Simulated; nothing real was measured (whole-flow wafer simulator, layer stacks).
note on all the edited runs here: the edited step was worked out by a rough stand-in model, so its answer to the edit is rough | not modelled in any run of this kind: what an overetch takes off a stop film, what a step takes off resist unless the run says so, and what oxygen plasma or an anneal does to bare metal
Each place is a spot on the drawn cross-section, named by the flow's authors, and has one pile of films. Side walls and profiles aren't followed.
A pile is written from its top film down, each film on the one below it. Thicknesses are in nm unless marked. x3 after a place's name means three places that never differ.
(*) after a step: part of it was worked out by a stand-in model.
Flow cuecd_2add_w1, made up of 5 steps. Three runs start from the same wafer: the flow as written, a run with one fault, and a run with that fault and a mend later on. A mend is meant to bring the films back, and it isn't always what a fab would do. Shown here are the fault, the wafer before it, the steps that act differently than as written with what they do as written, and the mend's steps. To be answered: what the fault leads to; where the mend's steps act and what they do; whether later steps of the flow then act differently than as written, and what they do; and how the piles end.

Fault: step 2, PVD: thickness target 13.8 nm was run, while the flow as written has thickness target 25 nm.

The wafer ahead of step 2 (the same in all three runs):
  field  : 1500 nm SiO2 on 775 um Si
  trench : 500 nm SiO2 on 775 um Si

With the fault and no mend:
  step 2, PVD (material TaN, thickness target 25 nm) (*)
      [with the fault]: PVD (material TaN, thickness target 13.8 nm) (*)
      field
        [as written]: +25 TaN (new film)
        [with the fault]: +13.8 TaN (new film)
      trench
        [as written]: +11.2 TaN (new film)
        [with the fault]: +6.2 TaN (new film)
  Later steps of the flow that are run all act as written at every place that is followed, up to a difference of at most 2% or 0.5 nm, whichever is larger.
  The piles end different from the flow's at field, trench by more than 2% or 0.5 nm, whichever is larger.
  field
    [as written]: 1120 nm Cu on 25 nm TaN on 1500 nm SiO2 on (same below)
    [with the fault]: 1120 nm Cu on 13.8 nm TaN on 1500 nm SiO2 on (same below)
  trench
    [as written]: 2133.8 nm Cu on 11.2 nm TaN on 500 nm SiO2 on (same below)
    [with the fault]: 2127.6 nm Cu on 6.2 nm TaN on 500 nm SiO2 on (same below)

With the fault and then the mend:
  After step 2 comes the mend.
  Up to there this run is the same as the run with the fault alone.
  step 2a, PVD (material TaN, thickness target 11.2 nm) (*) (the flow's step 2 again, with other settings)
      field
        +11.2 TaN
      trench
        +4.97 TaN
  Later steps of the flow that are run all act as written at every place that is followed.
  At every place that both follow, the piles at the end match the flow's.
